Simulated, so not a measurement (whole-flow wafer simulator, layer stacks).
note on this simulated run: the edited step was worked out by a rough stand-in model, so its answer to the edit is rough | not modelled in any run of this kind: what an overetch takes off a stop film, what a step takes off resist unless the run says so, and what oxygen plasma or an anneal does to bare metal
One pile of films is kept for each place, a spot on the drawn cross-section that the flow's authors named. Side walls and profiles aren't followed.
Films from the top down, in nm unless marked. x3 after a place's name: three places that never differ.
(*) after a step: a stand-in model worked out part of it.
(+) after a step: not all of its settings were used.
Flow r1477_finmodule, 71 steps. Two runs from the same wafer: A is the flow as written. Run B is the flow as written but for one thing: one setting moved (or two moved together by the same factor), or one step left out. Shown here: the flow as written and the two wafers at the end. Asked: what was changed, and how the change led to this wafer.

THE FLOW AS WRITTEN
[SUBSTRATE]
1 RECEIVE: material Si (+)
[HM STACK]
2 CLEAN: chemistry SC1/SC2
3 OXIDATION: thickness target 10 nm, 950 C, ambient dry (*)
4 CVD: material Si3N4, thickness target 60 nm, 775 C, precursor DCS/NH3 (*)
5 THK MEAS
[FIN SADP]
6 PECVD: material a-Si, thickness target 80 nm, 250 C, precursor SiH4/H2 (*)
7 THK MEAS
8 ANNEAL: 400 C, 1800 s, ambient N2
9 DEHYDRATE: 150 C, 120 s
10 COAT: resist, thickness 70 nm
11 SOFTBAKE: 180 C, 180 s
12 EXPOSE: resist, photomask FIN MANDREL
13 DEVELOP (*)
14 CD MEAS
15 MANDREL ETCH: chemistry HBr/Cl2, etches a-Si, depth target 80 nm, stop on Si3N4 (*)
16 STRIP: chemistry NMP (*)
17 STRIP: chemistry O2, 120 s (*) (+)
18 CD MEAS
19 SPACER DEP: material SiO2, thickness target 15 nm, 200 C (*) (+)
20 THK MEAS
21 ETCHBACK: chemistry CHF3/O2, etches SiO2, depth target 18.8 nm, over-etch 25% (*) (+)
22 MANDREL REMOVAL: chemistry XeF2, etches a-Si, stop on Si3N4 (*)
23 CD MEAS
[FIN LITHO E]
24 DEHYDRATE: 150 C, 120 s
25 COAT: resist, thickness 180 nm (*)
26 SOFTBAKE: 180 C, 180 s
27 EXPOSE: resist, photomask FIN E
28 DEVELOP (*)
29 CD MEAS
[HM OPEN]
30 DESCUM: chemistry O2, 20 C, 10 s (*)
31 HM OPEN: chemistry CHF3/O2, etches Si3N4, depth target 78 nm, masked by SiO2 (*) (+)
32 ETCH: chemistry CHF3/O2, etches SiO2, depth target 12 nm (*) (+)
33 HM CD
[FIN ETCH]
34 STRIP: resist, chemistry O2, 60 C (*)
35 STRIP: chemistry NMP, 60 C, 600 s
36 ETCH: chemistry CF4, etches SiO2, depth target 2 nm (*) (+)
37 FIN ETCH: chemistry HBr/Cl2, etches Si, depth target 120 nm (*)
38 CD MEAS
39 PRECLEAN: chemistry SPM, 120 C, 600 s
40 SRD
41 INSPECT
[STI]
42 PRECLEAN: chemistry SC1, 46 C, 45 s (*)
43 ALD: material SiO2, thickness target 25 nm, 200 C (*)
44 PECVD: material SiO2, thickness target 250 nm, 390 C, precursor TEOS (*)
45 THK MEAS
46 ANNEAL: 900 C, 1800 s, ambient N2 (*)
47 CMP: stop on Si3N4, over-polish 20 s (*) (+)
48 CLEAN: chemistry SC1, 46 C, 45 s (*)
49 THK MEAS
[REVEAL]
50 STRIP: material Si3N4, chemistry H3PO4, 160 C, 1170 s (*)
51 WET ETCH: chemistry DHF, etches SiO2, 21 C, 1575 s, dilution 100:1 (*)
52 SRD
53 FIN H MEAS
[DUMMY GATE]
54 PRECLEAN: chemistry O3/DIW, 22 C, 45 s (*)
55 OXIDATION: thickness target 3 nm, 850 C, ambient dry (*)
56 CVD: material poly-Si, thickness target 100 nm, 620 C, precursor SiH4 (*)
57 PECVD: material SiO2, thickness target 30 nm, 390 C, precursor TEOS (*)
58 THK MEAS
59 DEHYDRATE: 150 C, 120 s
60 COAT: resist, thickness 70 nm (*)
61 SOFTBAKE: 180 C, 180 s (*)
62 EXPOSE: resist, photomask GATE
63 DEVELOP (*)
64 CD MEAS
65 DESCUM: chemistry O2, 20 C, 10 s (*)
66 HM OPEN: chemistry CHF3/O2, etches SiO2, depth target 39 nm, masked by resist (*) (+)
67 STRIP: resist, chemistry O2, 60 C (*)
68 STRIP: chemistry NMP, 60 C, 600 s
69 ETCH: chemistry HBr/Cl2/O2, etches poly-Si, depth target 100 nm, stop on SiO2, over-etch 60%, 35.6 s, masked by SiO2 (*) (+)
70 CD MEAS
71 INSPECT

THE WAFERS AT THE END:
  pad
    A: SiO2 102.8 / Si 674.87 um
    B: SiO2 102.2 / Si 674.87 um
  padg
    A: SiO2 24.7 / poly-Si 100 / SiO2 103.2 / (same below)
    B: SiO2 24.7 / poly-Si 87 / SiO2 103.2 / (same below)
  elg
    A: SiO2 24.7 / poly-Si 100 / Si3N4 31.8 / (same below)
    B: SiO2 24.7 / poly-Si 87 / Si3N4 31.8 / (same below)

The cause: step 56, CVD: thickness target 87 nm was run, where the flow has thickness target 100 nm.
It can be read off the wafer: padg has poly-Si 87, and step 56 as written asks for 100 nm.

How the change led to this, step by step:
  56 CVD: material poly-Si, thickness target 100 nm, 620 C, precursor SiH4 (*)
      pad, padg, elg and 26 more: A poly-Si +100 (new film) | B poly-Si +87 (new film)
      s40cg, s40co: A poly-Si +113.9 (new film) | B poly-Si +100.6 (new film)
      (and at 5 more places)
  69 ETCH: chemistry HBr/Cl2/O2, etches poly-Si, depth target 100 nm, stop on SiO2, over-etch 60%, 35.6 s, masked by SiO2 (*) (+)
      pad, eso, e40so and 8 more: A chemical SiO2 -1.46 (all of it), poly-Si -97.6 (all of it), SiO2 -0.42 | B chemical SiO2 -1.46 (all of it), poly-Si -84.6 (all of it), SiO2 -1.07
      elo, e40lo, e100lo, e200lo: A chemical SiO2 -1.46 (all of it), poly-Si -97.6 (all of it), Si3N4 -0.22 | B chemical SiO2 -1.46 (all of it), poly-Si -84.6 (all of it), Si3N4 -1.4
      (and at 3 more places)
